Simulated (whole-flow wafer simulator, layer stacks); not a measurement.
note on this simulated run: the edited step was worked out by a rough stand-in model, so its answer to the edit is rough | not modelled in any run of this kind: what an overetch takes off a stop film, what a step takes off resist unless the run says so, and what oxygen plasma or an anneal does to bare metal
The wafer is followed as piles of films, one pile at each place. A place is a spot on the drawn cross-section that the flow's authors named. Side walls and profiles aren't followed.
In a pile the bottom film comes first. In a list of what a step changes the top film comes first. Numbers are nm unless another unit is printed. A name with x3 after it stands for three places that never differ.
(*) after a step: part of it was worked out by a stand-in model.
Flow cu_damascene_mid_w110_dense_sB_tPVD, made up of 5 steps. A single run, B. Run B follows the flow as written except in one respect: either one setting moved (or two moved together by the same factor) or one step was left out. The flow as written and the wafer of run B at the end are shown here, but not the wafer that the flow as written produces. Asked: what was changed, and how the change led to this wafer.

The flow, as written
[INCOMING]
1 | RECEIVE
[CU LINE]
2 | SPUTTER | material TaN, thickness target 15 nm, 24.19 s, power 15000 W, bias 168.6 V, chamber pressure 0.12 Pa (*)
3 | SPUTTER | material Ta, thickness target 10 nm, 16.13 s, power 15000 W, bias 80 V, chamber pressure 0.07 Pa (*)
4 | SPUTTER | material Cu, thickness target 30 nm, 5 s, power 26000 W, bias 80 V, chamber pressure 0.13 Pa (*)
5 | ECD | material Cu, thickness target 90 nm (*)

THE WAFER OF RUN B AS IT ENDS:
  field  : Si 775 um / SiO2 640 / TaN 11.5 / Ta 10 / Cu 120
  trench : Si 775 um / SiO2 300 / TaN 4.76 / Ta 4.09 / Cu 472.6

What caused this: step 2, SPUTTER: power 11480 W was run, whereas the flow has power 15000 W.

Step by step, how the change led to this:
  2 | SPUTTER | material TaN, thickness target 15 nm, 24.19 s, power 15000 W, bias 168.6 V, chamber pressure 0.12 Pa (*)
      field: +11.5 TaN (new film) (as written it would have been: +15 TaN (new film))
      trench: +4.76 TaN (new film) (as written it would have been: +6.23 TaN (new film))
